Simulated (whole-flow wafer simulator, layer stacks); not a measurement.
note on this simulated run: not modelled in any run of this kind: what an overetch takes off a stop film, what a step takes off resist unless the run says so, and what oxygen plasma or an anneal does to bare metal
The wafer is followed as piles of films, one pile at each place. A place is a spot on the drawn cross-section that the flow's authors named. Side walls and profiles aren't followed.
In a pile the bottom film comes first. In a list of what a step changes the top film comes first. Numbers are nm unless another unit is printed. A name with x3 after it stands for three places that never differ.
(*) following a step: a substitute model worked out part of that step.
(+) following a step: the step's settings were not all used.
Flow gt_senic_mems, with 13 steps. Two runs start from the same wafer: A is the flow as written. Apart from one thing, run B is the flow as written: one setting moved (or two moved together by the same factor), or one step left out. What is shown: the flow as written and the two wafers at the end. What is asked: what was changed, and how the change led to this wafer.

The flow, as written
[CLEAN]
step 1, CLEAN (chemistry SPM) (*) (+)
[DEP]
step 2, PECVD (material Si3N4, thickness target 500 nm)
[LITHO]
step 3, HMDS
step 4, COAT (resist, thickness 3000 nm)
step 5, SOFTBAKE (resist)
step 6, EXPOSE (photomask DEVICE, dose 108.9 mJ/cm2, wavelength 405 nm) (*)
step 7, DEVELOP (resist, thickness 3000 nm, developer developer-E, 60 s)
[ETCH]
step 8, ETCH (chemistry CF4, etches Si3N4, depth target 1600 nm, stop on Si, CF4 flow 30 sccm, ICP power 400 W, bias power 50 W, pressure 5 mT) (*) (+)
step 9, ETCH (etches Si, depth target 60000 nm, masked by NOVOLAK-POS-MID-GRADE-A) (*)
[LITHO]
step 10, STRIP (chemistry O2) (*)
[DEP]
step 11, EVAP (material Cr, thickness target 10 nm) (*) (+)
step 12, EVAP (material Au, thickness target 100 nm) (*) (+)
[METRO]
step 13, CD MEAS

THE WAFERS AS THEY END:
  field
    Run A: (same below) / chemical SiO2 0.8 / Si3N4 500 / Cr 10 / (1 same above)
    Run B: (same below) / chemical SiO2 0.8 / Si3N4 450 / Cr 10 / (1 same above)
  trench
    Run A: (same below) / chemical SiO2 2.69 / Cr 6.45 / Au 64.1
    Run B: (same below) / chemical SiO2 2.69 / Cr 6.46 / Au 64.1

The reason: step 2, PECVD: thickness target 450 nm was run, though the flow has thickness target 500 nm.
One can read it off the wafer: field has Si3N4 450, and step 2 as written asks for 500 nm.

The path from the change to this, step by step:
  step 2, PECVD (material Si3N4, thickness target 500 nm)
      field, trench: A Si3N4 gains 500 (new film) | B Si3N4 gains 450 (new film)
  step 8, ETCH (chemistry CF4, etches Si3N4, depth target 1600 nm, stop on Si, CF4 flow 30 sccm, ICP power 400 W, bias power 50 W, pressure 5 mT) (*) (+)
      field: A resist loses 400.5 | B resist loses 367.2
      trench: A Si3N4 loses 500 (all of it), chemical SiO2 loses 0.8 (all of it) | B Si3N4 loses 450 (all of it), chemical SiO2 loses 0.8 (all of it)
